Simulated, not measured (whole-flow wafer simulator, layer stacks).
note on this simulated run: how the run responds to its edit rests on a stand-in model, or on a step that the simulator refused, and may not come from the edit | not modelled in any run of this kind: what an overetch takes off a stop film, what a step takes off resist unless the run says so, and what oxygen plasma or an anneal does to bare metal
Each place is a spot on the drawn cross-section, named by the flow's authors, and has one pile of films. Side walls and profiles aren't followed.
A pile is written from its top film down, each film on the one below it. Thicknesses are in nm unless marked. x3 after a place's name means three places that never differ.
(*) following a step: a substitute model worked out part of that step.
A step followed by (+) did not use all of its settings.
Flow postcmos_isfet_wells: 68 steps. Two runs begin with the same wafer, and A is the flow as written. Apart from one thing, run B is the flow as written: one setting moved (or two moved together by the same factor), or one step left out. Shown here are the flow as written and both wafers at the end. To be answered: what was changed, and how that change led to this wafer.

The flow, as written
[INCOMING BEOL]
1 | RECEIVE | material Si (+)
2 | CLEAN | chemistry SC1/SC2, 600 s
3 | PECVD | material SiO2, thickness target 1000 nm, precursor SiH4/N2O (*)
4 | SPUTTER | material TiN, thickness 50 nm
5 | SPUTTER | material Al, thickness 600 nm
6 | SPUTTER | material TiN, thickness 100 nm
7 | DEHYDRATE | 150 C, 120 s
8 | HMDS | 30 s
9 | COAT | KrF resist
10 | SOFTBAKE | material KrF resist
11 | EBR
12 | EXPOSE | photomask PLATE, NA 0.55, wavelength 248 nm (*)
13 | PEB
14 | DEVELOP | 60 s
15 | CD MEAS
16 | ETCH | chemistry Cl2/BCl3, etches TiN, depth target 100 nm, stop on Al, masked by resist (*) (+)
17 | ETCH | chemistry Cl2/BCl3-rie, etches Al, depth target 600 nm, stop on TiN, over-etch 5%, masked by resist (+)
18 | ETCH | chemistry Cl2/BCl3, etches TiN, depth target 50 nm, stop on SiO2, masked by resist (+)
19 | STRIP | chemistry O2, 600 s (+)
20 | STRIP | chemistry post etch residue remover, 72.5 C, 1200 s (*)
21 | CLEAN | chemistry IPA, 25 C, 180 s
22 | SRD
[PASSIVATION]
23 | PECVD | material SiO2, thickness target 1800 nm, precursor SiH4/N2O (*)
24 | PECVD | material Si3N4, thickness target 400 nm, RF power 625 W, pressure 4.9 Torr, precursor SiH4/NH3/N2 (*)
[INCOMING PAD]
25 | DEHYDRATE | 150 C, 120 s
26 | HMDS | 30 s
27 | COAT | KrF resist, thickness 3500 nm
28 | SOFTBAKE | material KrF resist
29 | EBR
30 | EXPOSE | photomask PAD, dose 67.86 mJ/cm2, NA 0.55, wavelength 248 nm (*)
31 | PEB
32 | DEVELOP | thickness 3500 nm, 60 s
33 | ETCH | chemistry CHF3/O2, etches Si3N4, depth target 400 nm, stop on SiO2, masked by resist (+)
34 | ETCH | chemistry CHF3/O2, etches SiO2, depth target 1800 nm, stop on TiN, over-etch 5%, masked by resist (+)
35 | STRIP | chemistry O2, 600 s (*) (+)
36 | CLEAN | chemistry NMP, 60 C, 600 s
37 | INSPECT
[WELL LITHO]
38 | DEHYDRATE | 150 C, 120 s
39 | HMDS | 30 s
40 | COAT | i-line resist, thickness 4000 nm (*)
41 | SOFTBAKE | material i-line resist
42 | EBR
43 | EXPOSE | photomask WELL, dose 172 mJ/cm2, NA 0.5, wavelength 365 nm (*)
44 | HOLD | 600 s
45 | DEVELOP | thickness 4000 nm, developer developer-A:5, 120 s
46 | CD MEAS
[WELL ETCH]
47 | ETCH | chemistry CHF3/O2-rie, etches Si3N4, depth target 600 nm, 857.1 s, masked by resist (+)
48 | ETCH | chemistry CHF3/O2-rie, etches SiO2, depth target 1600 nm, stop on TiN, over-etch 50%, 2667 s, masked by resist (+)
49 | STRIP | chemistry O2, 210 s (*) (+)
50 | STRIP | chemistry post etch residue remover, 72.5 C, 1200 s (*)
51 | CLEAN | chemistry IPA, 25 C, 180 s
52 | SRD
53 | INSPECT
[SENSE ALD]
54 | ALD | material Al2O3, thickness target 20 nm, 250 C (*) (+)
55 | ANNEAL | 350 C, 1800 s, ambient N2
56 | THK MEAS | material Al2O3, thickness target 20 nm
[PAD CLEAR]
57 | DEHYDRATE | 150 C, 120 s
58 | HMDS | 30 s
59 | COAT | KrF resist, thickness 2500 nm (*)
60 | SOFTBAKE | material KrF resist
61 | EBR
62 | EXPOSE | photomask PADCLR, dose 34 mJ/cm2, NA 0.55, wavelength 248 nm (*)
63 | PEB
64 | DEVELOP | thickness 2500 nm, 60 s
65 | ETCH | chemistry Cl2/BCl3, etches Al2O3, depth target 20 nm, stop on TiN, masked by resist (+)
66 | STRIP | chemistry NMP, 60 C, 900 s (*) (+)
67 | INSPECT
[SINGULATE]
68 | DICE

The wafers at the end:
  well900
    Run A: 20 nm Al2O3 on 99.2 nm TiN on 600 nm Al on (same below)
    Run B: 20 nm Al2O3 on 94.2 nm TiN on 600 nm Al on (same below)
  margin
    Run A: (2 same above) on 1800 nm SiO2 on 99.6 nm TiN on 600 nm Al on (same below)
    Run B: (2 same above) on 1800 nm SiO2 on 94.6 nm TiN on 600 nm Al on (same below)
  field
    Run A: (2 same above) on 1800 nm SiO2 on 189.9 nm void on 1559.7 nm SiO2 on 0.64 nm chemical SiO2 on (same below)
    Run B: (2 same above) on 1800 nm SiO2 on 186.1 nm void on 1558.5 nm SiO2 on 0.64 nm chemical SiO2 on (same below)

What caused this: step 6, SPUTTER: thickness 95 nm was run, while the flow as written has thickness 100 nm.

How this came from the change, step by step:
  6 | SPUTTER | material TiN, thickness 100 nm
      field, margin, well900, well1300 x3, pad_rim, pad_clr, pad_open: A TiN gains 100 (new film) | B TiN gains 95 (new film)
  16 | ETCH | chemistry Cl2/BCl3, etches TiN, depth target 100 nm, stop on Al, masked by resist (*) (+)
      field: A TiN loses 100 (all of it) | B TiN loses 95 (all of it)
  23 | PECVD | material SiO2, thickness target 1800 nm, precursor SiH4/N2O (*)
      field: A SiO2 gains 1800 (new film), void gains 189.9 (new film), SiO2 gains 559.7 | B SiO2 gains 1800 (new film), void gains 186.1 (new film), SiO2 gains 558.5
